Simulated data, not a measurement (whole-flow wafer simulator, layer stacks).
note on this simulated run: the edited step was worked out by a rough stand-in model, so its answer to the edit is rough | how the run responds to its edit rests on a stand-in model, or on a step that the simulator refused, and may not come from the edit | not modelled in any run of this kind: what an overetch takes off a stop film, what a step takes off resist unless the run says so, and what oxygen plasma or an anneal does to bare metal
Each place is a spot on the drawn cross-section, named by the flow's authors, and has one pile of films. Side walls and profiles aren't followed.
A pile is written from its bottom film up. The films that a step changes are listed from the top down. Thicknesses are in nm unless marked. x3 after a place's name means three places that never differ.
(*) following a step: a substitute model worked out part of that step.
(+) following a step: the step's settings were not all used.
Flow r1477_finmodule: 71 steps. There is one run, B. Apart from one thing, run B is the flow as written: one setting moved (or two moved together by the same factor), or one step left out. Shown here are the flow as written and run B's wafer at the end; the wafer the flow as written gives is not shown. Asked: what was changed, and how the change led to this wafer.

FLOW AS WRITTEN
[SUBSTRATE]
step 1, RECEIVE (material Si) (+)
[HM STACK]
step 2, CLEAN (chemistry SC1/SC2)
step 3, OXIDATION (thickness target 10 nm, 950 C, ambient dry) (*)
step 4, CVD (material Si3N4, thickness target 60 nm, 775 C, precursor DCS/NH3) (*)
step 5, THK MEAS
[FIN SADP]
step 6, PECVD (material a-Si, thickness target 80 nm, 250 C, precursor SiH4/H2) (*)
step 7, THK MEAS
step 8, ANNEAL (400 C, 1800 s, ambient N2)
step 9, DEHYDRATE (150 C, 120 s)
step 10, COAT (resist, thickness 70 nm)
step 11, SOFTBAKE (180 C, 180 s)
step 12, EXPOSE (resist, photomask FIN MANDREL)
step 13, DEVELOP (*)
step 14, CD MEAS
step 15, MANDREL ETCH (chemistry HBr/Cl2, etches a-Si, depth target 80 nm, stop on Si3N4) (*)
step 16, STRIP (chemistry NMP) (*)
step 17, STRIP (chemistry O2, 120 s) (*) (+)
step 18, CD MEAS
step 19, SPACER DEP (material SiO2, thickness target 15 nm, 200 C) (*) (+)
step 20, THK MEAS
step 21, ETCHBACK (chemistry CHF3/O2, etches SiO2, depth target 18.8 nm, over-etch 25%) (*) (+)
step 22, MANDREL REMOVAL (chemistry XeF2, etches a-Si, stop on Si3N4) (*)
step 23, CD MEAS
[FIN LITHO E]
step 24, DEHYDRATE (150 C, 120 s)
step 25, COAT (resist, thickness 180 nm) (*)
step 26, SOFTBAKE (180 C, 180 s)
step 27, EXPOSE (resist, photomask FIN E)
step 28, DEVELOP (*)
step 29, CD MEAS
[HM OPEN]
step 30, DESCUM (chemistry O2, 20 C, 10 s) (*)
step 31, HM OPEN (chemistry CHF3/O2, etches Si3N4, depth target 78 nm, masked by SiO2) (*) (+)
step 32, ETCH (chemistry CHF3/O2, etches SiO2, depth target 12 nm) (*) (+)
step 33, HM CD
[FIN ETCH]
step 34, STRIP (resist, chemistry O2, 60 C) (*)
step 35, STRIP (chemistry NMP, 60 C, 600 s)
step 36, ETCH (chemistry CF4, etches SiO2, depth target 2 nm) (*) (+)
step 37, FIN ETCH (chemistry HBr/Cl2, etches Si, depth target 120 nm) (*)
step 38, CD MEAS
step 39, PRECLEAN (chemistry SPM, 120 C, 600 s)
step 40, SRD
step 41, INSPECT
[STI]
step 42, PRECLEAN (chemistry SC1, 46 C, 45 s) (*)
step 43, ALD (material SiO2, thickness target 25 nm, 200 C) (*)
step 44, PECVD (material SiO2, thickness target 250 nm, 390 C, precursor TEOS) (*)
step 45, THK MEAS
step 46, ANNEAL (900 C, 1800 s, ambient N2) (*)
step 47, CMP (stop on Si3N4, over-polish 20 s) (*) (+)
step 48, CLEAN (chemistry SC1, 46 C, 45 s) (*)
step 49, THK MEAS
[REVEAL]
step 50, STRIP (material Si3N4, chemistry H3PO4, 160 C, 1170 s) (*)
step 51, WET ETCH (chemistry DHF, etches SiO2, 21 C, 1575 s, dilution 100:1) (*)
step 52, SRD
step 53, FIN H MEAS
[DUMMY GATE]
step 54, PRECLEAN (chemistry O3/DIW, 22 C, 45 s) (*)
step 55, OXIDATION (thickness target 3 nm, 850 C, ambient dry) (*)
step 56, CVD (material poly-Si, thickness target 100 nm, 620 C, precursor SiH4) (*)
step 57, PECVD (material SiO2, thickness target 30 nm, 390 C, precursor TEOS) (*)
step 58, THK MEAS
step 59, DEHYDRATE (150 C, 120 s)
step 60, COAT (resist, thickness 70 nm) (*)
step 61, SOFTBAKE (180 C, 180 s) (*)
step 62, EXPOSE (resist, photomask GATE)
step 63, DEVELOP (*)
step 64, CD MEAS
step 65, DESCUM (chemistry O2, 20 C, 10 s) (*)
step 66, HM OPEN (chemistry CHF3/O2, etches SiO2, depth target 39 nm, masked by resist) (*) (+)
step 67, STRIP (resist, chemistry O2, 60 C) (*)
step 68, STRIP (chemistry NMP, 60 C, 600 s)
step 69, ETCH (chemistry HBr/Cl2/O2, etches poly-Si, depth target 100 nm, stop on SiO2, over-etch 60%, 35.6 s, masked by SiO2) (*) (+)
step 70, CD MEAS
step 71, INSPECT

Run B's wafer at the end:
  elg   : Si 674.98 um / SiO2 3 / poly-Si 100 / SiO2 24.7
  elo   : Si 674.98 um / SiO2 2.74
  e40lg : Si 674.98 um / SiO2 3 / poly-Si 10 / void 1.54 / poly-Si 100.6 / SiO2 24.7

The reason: step 3, OXIDATION: 1140 C was run, while the flow as written has 950 C.

How this came from the change, step by step:
  step 3, OXIDATION (thickness target 10 nm, 950 C, ambient dry) (*)
      pad, padg, elg and 33 more: SiO2 gains 46 (new film), chemical SiO2 loses 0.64 (all of it), Si loses 20 (as written it would have been: SiO2 gains 10 (new film), chemical SiO2 loses 0.64 (all of it), Si loses 4.12)
  step 31, HM OPEN (chemistry CHF3/O2, etches Si3N4, depth target 78 nm, masked by SiO2) (*) (+)
      pad, padg, esg and 13 more: Si3N4 loses 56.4 (all of it), SiO2 loses 10.8 (as written it would have been: Si3N4 loses 56.4 (all of it), SiO2 loses 10 (all of it))
  step 32, ETCH (chemistry CHF3/O2, etches SiO2, depth target 12 nm) (*) (+)
      pad, padg, e40sg and 11 more: SiO2 loses 12 (as written it would have been: Si loses 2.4)
      s40cg, s45cg, s50cg, s40co, s45co, s50co: SiO2 loses 12 (as written it would have been: SiO2 loses 1 (all of it), Si loses 2.2)
      (also at 2 further places)
  step 34, STRIP (resist, chemistry O2, 60 C) (*)
      pad, padg, esg and 19 more: nothing (as written it would have been: chemical SiO2 gains 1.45 (new film), Si loses 0.64)
  step 36, ETCH (chemistry CF4, etches SiO2, depth target 2 nm) (*) (+)
      pad, padg, esg and 19 more: SiO2 loses 2 (as written it would have been: chemical SiO2 loses 1.45 (all of it), Si loses 0.46)
  step 37, FIN ETCH (chemistry HBr/Cl2, etches Si, depth target 120 nm) (*)
      pad, padg, esg and 19 more: nothing (as written it would have been: Si loses 120)
      elg, e40lg, e100lg, e200lg, elo, e40lo, e100lo, e200lo: nothing (as written it would have been: Si3N4 loses 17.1)
      (also at 6 further places)
  step 39, PRECLEAN (chemistry SPM, 120 C, 600 s)
      pad, padg, esg and 19 more: nothing (as written it would have been: chemical SiO2 gains 0.8 (new film), Si loses 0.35)
  step 43, ALD (material SiO2, thickness target 25 nm, 200 C) (*)
      pad, padg, e40sg and 12 more: SiO2 gains 25 (as written it would have been: SiO2 gains 25 (new film))
      s40cg, s45cg, s50cg, s40co, s45co, s50co: SiO2 gains 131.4 (as written it would have been: SiO2 gains 232.1 (new film))
      (also at 1 further place)
  step 47, CMP (stop on Si3N4, over-polish 20 s) (*) (+)
      elg, e40lg, e100lg, e200lg, elo, e40lo, e100lo, e200lo: SiO2 loses 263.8 (all of it), Si3N4 loses 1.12 (as written it would have been: SiO2 loses 241.6)
      pad, padg, e40sg and 11 more: SiO2 loses 186.2 (as written it would have been: SiO2 loses 71.8)
      (also at 14 further places)
  step 50, STRIP (material Si3N4, chemistry H3PO4, 160 C, 1170 s) (*)
      elg, e40lg, e100lg, e200lg, elo, e40lo, e100lo, e200lo: Si3N4 loses 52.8 (all of it), SiO2 loses 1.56 (as written it would have been: SiO2 loses 4.28)
      s40sg_line, s45sg_line, s50sg_line, s40so_line, s45so_line, s50so_line: Si3N4 loses 52.8 (all of it), SiO2 loses 1.56 (as written it would have been: Si3N4 loses 58.9 (all of it), SiO2 loses 1.37)
  step 51, WET ETCH (chemistry DHF, etches SiO2, 21 C, 1575 s, dilution 100:1) (*)
      elg, e40lg, e100lg, e200lg, elo, e40lo, e100lo, e200lo: SiO2 loses 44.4 (all of it) (as written it would have been: SiO2 loses 17.8 (all of it), Si3N4 loses 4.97)
      pad, padg, e40sg and 12 more: SiO2 loses 81.2 (as written it would have been: SiO2 loses 85.7)
      (also at 6 further places)
  step 54, PRECLEAN (chemistry O3/DIW, 22 C, 45 s) (*)
      elg, e40lg, e100lg, e200lg, elo, e40lo, e100lo, e200lo: chemical SiO2 gains 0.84 (new film), Si loses 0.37 (as written it would have been: nothing)
  step 55, OXIDATION (thickness target 3 nm, 850 C, ambient dry) (*)
      pad, padg, e40sg and 11 more: SiO2 gains 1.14, Si loses 0.5 (as written it would have been: SiO2 gains 1.21, chemical SiO2 loses 0.74 (all of it), Si loses 0.21)
      elg, e40lg, e100lg, e200lg, elo, e40lo, e100lo, e200lo: SiO2 gains 3 (new film), chemical SiO2 loses 0.84 (all of it), Si loses 0.95 (as written it would have been: nothing)
      (also at 8 further places)
  step 56, CVD (material poly-Si, thickness target 100 nm, 620 C, precursor SiH4) (*)
      e40lg, e40lo: poly-Si gains 100.6 (new film), void gains 1.54 (new film), poly-Si gains 10 (new film) (as written it would have been: poly-Si gains 100 (new film))
      s40sg_line, s45sg_line, s50sg_line, s40so_line, s45so_line, s50so_line: poly-Si gains 112.2 (new film) (as written it would have been: poly-Si gains 100 (new film))
      (also at 10 further places)
  step 60, COAT (resist, thickness 70 nm) (*)
      e40lg, e40lo: resist gains 70 (new film) (as written it would have been: resist gains 66.9 (new film))
      e40sg, e40so: resist gains 70 (new film) (as written it would have been: resist gains 129.5 (new film))
      (also at 29 further places)
  step 63, DEVELOP (*)
      elo: resist loses 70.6 (all of it) (as written it would have been: resist loses 66.9 (all of it))
      eso: resist loses 69.5 (all of it) (as written it would have been: resist loses 129.5 (all of it))
      (also at 15 further places)
  ... 1 further step ...
  step 69, ETCH (chemistry HBr/Cl2/O2, etches poly-Si, depth target 100 nm, stop on SiO2, over-etch 60%, 35.6 s, masked by SiO2) (*) (+)
      elo: chemical SiO2 loses 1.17 (all of it), poly-Si loses 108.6 (all of it), SiO2 loses 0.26 (as written it would have been: chemical SiO2 loses 1.46 (all of it), poly-Si loses 97.6 (all of it), Si3N4 loses 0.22)
      e40lo: chemical SiO2 loses 1.17 (all of it), poly-Si loses 98.3 (all of it), void loses 1.54 (all of it), poly-Si loses 10 (all of it), SiO2 loses 0.26 (as written it would have been: chemical SiO2 loses 1.46 (all of it), poly-Si loses 97.6 (all of it), Si3N4 loses 0.22)
      (also at 7 further places)
